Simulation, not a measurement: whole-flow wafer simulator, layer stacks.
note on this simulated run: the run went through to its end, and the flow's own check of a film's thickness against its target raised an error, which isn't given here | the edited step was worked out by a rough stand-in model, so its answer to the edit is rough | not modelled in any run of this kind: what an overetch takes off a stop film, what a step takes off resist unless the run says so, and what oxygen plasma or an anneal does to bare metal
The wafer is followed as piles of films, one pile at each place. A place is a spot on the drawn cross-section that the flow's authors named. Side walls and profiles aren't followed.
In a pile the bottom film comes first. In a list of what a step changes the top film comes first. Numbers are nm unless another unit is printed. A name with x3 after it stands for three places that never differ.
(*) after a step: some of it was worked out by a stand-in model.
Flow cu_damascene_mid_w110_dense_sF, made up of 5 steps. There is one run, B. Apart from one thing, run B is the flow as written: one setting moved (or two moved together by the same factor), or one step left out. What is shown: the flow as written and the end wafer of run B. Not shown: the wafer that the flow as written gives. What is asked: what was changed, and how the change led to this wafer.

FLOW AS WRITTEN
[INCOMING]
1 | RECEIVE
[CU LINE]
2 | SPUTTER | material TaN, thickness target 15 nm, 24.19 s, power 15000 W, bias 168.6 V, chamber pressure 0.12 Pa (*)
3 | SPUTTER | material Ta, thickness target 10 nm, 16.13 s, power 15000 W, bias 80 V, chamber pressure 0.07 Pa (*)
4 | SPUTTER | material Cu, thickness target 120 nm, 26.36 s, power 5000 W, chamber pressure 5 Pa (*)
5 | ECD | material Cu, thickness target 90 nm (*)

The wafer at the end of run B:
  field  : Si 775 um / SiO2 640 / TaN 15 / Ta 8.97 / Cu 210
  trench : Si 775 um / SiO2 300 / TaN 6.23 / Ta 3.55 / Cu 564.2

The reason: step 3, SPUTTER: power 13460 W was run, while the flow as written has power 15000 W.

The path from the change to this, step by step:
  3 | SPUTTER | material Ta, thickness target 10 nm, 16.13 s, power 15000 W, bias 80 V, chamber pressure 0.07 Pa (*)
      field: +8.97 Ta (new film) (as written it would have been: +10 Ta (new film))
